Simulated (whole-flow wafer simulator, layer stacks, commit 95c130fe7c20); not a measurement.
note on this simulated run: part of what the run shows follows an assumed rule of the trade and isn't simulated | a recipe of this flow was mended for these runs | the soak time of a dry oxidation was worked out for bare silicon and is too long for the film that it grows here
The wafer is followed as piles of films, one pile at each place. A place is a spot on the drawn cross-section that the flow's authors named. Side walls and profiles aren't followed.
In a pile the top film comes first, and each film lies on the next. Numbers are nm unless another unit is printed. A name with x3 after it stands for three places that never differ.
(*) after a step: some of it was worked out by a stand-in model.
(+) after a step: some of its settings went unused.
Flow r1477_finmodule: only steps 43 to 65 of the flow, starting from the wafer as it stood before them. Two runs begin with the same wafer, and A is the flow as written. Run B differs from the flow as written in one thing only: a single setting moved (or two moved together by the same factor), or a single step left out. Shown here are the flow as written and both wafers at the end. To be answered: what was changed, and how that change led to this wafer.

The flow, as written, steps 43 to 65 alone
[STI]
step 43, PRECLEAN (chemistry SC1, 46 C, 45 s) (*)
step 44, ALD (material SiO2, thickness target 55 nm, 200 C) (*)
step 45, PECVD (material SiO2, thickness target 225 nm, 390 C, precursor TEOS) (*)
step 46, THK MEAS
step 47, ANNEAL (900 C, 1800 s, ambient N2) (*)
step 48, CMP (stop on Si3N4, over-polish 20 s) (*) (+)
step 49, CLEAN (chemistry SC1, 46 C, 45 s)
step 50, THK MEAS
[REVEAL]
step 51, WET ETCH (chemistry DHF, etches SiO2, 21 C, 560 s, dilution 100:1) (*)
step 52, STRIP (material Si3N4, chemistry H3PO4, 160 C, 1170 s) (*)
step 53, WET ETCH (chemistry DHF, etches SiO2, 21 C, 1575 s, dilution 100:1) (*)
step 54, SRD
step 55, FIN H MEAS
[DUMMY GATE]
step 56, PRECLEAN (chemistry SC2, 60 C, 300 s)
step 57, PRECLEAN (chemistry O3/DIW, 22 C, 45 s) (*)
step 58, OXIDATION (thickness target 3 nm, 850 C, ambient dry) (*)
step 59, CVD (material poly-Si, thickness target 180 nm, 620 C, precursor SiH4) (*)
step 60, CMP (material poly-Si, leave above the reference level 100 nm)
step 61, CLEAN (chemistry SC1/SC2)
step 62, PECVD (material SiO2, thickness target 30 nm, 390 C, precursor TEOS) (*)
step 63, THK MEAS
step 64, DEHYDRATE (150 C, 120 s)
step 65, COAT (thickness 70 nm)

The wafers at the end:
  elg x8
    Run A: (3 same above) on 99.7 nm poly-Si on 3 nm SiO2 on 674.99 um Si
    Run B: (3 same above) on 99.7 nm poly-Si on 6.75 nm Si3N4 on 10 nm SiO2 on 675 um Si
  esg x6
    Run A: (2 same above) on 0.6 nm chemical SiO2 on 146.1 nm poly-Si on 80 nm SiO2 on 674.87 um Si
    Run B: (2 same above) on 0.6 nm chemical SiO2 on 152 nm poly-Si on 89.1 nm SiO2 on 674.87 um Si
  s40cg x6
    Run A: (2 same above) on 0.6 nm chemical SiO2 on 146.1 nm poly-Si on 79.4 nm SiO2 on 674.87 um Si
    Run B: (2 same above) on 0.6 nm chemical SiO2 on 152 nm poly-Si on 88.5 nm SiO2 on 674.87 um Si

What caused this: step 51, WET ETCH: 378 s was run, while the flow as written has 560 s.

Step by step, how the change led to this:
  step 51, WET ETCH (chemistry DHF, etches SiO2, 21 C, 560 s, dilution 100:1) (*)
      elg x8: A SiO2 loses 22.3 (all of it), Si3N4 loses 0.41 | B SiO2 loses 19
      esg x6, e200sg x2, s40cg x6, s40sg x6: A SiO2 loses 28.1 | B SiO2 loses 19
      (also at 2 further places)
  step 52, STRIP (material Si3N4, chemistry H3PO4, 160 C, 1170 s) (*)
      elg x8: A Si3N4 loses 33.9 (all of it), SiO2 loses 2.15 | B SiO2 loses 3.31 (all of it), Si3N4 loses 23.2
  step 53, WET ETCH (chemistry DHF, etches SiO2, 21 C, 1575 s, dilution 100:1) (*)
      elg x8: A SiO2 loses 7.85 (all of it) | B Si3N4 loses 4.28
  step 57, PRECLEAN (chemistry O3/DIW, 22 C, 45 s) (*)
      elg x8: A chemical SiO2 gains 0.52, Si loses 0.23 | B nothing
  step 58, OXIDATION (thickness target 3 nm, 850 C, ambient dry) (*)
      elg x8: A SiO2 gains 3 (new film), chemical SiO2 loses 0.85 (all of it), Si loses 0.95 | B nothing
  step 59, CVD (material poly-Si, thickness target 180 nm, 620 C, precursor SiH4) (*)
      s40cg x6, s40sg x6: A poly-Si gains 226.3 (new film) | B poly-Si gains 217.2 (new film)
      esg x6: A poly-Si gains 226.3 (new film) | B poly-Si gains 232.3 (new film)
      (also at 2 further places)
  step 60, CMP (material poly-Si, leave above the reference level 100 nm)
      s40cg x6, s40sg x6, s40sg_line x6: A poly-Si loses 80 | B poly-Si loses 64.9
      pad x2: A poly-Si loses 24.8 | B poly-Si loses 19.6
      (also at 2 further places)
